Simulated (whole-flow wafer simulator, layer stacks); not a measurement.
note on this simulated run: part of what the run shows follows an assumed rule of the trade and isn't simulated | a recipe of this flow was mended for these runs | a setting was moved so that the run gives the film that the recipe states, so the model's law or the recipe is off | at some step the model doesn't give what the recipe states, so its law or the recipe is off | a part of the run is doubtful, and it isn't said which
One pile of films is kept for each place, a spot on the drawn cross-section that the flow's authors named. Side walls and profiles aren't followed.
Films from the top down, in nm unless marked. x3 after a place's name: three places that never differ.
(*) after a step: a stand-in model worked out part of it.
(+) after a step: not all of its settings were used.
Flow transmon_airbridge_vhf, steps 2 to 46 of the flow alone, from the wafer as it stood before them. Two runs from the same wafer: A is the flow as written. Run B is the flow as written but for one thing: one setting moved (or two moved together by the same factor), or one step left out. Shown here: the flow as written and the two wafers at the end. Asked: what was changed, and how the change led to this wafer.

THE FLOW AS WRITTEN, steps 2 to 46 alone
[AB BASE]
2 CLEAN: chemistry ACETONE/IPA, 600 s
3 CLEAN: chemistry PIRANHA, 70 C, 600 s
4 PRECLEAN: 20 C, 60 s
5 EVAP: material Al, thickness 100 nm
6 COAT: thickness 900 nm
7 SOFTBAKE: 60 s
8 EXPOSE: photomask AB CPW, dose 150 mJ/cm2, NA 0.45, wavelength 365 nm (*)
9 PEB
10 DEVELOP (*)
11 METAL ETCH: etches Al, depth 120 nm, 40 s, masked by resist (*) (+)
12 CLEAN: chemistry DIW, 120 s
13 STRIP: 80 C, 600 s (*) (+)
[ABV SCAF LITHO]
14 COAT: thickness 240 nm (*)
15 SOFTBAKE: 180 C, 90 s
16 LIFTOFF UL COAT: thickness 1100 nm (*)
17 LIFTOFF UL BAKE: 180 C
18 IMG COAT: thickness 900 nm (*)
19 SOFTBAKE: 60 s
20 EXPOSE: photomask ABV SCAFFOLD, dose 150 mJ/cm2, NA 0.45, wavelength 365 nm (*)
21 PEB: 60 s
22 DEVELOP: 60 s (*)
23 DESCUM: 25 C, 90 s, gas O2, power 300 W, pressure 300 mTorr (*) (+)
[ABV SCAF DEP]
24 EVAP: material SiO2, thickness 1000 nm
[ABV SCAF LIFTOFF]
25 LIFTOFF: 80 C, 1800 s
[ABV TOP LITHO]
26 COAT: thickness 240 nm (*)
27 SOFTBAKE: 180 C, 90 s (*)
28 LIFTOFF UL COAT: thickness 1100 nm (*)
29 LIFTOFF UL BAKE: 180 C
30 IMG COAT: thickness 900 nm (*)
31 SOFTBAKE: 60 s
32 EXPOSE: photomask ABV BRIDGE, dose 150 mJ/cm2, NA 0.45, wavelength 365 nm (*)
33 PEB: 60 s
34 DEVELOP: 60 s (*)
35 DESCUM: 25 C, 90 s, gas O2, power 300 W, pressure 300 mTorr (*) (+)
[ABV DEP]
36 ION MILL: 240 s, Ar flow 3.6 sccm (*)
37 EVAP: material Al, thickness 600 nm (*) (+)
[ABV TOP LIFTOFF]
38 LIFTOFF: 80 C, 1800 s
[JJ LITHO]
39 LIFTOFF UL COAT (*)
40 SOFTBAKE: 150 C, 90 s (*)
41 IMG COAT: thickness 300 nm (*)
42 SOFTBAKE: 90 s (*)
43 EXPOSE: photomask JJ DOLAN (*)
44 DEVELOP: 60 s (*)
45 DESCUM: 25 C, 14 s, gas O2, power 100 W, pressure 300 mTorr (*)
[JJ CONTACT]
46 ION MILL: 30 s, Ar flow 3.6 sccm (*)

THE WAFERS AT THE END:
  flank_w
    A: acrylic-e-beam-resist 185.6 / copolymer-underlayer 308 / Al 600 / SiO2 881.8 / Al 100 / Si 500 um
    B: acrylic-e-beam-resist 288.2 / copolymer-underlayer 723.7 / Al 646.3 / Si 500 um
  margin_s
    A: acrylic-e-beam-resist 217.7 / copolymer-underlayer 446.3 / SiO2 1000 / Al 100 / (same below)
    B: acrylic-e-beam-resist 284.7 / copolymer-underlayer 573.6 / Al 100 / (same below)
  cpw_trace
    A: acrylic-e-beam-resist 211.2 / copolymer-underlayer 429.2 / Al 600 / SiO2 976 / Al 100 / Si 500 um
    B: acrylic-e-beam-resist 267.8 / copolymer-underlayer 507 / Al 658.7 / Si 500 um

The cause: step 13, STRIP: 80 C, 600 s (*) (+), was left out.

How the change led to this, step by step:
  14 COAT: thickness 240 nm (*)
      pad_w, pad_e: A acrylic-e-beam-resist +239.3 (new film) | B acrylic-e-beam-resist +233.7 (new film)
      flank_w, flank_e: A acrylic-e-beam-resist +220.6 (new film) | B acrylic-e-beam-resist +174.1 (new film)
      (and at 4 more places)
  16 LIFTOFF UL COAT: thickness 1100 nm (*)
      pad_w, pad_e: A lift-off-underlayer +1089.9 (new film) | B lift-off-underlayer +1033.8 (new film)
      flank_w, flank_e: A lift-off-underlayer +1084.6 (new film) | B lift-off-underlayer +919.9 (new film)
      (and at 3 more places)
  18 IMG COAT: thickness 900 nm (*)
      pad_w, pad_e: A i-line-resist +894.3 (new film) | B i-line-resist +842.8 (new film)
      flank_w, flank_e: A i-line-resist +908.4 (new film) | B i-line-resist +934.2 (new film)
      (and at 4 more places)
  19 SOFTBAKE: 60 s
      gap_w, gap_e: A nothing | B i-line-resist +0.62
  21 PEB: 60 s
      pad_w, pad_e: A i-line-resist -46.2 | B i-line-resist -43.4
      flank_w, flank_e: A i-line-resist -46.9 | B i-line-resist -48.3
      (and at 4 more places)
  22 DEVELOP: 60 s (*)
      flank_w, flank_e: A i-line-resist -861.4 (all of it), lift-off-underlayer -1084.6 (all of it) | B i-line-resist -886 (all of it), lift-off-underlayer -919.9 (all of it)
      gap_w, gap_e: A i-line-resist -881.7 (all of it), lift-off-underlayer -1133.1 (all of it) | B i-line-resist -1108.7 (all of it), lift-off-underlayer -1363.6 (all of it)
      (and at 1 more place)
  23 DESCUM: 25 C, 90 s, gas O2, power 300 W, pressure 300 mTorr (*) (+)
      margin_s, bridge_strip, margin_n: A acrylic-e-beam-resist -240 (all of it) | B acrylic-e-beam-resist -240 (all of it), i-line-resist -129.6
      flank_w, flank_e: A acrylic-e-beam-resist -220.6 (all of it) | B acrylic-e-beam-resist -174.1 (all of it), i-line-resist -195.6
      (and at 12 more places)
  25 LIFTOFF: 80 C, 1800 s
      margin_s, bridge_strip, margin_n: A nothing | B SiO2 -1000 (all of it), i-line-resist -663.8 (all of it)
      pad_w, pad_e: A SiO2 -1000 (all of it), i-line-resist -696.3 (all of it), lift-off-underlayer -1089.9 (all of it), acrylic-e-beam-resist -239.3 (all of it) | B SiO2 -1000 (all of it), i-line-resist -614.5 (all of it), lift-off-underlayer -1033.8 (all of it), acrylic-e-beam-resist -233.7 (all of it), i-line-resist -793.5 (all of it)
      (and at 10 more places)
  26 COAT: thickness 240 nm (*)
      flank_w, flank_e: A acrylic-e-beam-resist +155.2 (new film) | B acrylic-e-beam-resist +364.4 (new film)
      gap_w, gap_e: A acrylic-e-beam-resist +211.2 (new film) | B acrylic-e-beam-resist +178.2 (new film)
      (and at 7 more places)
  28 LIFTOFF UL COAT: thickness 1100 nm (*)
      gap_w, gap_e: A lift-off-underlayer +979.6 (new film) | B lift-off-underlayer +861.1 (new film)
      margin_s, margin_n: A lift-off-underlayer +823.4 (new film) | B lift-off-underlayer +1100 (new film)
      (and at 7 more places)
  30 IMG COAT: thickness 900 nm (*)
      gap_w, gap_e: A i-line-resist +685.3 (new film) | B i-line-resist +627.2 (new film)
      margin_s, margin_n: A i-line-resist +603.2 (new film) | B i-line-resist +900 (new film)
      (and at 7 more places)
  31 SOFTBAKE: 60 s
      flank_w, flank_e: A i-line-resist -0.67 | B nothing
      margin_s, margin_n: A i-line-resist -0.58 | B nothing
  33 PEB: 60 s
      flank_w, flank_e: A i-line-resist -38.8 | B i-line-resist -42.5
      gap_w, gap_e: A i-line-resist -35 | B i-line-resist -32
      (and at 7 more places)
  34 DEVELOP: 60 s (*)
      gap_w, gap_e: A i-line-resist -650.2 (all of it), lift-off-underlayer -979.6 (all of it) | B i-line-resist -594.9 (all of it), lift-off-underlayer -861.1 (all of it)
      pad_w: A i-line-resist -937.3 (all of it), lift-off-underlayer -1246.2 (all of it) | B i-line-resist -915.4 (all of it), lift-off-underlayer -1167.2 (all of it)
      (and at 5 more places)
  35 DESCUM: 25 C, 90 s, gas O2, power 300 W, pressure 300 mTorr (*) (+)
      field x3, jj_line, ground_far, trace_open_s x2, margin_s, margin_n: A i-line-resist -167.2 | B i-line-resist -218.7
      flank_w, flank_e: A acrylic-e-beam-resist -155.2 (all of it) | B acrylic-e-beam-resist -364.4 (all of it)
      (and at 6 more places)
  36 ION MILL: 240 s, Ar flow 3.6 sccm (*)
      flank_w, cpw_trace, flank_e, bridge_strip: A SiO2 -24 | B Al -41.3
  ... 3 more steps ...
  41 IMG COAT: thickness 300 nm (*)
      pad_w, pad_e: A acrylic-e-beam-resist +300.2 (new film) | B acrylic-e-beam-resist +279.8 (new film)
      flank_w, flank_e: A acrylic-e-beam-resist +217.1 (new film) | B acrylic-e-beam-resist +319.7 (new film)
      (and at 6 more places)
Counting metal films that touch as one body, flank_w has 1 body; the flow as written gives 2 bodies (between them, from the top down: SiO2 881.8).
Counting metal films that touch as one body, cpw_trace has 1 body; the flow as written gives 2 bodies (between them, from the top down: SiO2 976).
